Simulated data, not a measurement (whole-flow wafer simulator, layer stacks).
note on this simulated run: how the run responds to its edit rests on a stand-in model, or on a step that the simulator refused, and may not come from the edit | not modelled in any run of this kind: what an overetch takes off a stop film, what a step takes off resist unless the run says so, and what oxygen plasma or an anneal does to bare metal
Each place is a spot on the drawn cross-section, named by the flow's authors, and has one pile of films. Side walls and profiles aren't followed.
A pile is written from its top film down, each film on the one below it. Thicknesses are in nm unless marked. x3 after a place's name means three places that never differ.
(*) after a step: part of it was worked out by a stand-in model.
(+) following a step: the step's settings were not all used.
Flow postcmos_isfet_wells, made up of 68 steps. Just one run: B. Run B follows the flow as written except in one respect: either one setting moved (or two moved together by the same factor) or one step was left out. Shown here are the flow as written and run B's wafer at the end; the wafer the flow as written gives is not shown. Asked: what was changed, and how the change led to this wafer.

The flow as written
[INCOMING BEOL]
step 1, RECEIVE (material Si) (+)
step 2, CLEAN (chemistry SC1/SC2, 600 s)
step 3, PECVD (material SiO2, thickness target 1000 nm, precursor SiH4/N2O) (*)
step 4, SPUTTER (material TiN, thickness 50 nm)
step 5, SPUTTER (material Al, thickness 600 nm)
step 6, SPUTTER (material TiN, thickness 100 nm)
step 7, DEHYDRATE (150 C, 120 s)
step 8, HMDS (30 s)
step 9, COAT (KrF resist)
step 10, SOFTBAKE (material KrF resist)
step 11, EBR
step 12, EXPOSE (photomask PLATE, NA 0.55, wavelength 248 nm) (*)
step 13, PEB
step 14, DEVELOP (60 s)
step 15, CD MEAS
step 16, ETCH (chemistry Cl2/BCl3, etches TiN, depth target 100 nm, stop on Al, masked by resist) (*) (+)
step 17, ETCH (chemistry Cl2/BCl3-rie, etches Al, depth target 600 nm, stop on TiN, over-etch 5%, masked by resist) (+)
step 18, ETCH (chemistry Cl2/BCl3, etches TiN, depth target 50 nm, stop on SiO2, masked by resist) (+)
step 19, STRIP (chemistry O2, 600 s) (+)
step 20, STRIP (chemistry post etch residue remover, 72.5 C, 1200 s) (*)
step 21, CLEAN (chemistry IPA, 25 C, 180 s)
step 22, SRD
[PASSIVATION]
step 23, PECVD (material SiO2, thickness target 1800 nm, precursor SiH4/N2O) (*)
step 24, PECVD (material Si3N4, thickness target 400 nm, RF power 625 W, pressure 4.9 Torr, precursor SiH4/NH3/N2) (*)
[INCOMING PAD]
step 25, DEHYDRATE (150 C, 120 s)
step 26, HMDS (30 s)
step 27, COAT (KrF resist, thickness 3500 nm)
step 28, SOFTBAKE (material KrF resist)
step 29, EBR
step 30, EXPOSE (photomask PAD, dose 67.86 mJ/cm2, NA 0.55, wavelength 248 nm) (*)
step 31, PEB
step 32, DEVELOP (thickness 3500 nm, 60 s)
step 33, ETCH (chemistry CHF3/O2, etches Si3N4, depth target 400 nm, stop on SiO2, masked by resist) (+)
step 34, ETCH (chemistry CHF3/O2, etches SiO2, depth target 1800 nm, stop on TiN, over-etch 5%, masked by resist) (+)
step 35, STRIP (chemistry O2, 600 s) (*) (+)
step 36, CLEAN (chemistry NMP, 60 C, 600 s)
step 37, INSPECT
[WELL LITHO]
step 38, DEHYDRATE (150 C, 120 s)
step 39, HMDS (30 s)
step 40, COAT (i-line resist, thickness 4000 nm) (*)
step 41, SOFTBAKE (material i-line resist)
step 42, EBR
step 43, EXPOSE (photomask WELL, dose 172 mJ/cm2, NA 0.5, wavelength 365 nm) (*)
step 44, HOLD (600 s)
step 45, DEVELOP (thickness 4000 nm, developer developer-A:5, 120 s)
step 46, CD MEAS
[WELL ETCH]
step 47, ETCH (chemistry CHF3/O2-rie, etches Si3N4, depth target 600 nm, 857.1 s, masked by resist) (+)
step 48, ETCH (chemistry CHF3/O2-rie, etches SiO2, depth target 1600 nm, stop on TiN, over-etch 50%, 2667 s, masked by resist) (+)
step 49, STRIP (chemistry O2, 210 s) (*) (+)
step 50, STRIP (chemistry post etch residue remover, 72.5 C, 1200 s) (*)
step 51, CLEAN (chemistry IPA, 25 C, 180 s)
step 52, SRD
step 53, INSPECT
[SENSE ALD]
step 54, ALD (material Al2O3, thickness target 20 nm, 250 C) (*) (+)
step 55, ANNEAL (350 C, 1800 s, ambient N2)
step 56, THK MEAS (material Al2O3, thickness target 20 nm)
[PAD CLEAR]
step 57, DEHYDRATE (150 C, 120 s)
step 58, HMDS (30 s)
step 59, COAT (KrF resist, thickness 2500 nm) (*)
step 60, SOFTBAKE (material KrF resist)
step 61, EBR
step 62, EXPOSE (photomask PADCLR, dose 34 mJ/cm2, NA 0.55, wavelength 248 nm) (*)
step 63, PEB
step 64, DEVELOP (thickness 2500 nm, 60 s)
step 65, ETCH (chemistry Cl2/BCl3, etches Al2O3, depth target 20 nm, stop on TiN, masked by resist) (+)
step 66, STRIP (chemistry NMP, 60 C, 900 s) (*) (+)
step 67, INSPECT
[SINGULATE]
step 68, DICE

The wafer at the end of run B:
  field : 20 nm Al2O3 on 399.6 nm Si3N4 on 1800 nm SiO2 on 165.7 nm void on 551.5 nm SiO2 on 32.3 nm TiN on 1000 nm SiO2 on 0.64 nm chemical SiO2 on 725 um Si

What caused this: step 17, ETCH: depth target 522 nm was run, whereas the flow has depth target 600 nm.

The path from the change to this, step by step:
  step 17, ETCH (chemistry Cl2/BCl3-rie, etches Al, depth target 600 nm, stop on TiN, over-etch 5%, masked by resist) (+)
      field: -522 Al (in the flow as written it would be: -600 Al (all of it))
      margin, well900, well1300 x3, pad_rim, pad_clr, pad_open: -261 KrF resist (in the flow as written it would be: -300 KrF resist)
  step 18, ETCH (chemistry Cl2/BCl3, etches TiN, depth target 50 nm, stop on SiO2, masked by resist) (+)
      field: -78 Al (all of it), -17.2 TiN (in the flow as written it would be: -50 TiN (all of it))
  step 19, STRIP (chemistry O2, 600 s) (+)
      margin, well900, well1300 x3, pad_rim, pad_clr, pad_open: -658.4 KrF resist (all of it) (in the flow as written it would be: -619.4 KrF resist (all of it))
  step 23, PECVD (material SiO2, thickness target 1800 nm, precursor SiH4/N2O) (*)
      field: +1800 SiO2 (new film), +165.7 void (new film), +551.5 SiO2 (new film) (in the flow as written it would be: +1800 SiO2 (new film), +189.9 void (new film), +559.7 SiO2)
With metal films that touch counted as one body, field has 1 body; the flow as written gives 0 bodies.
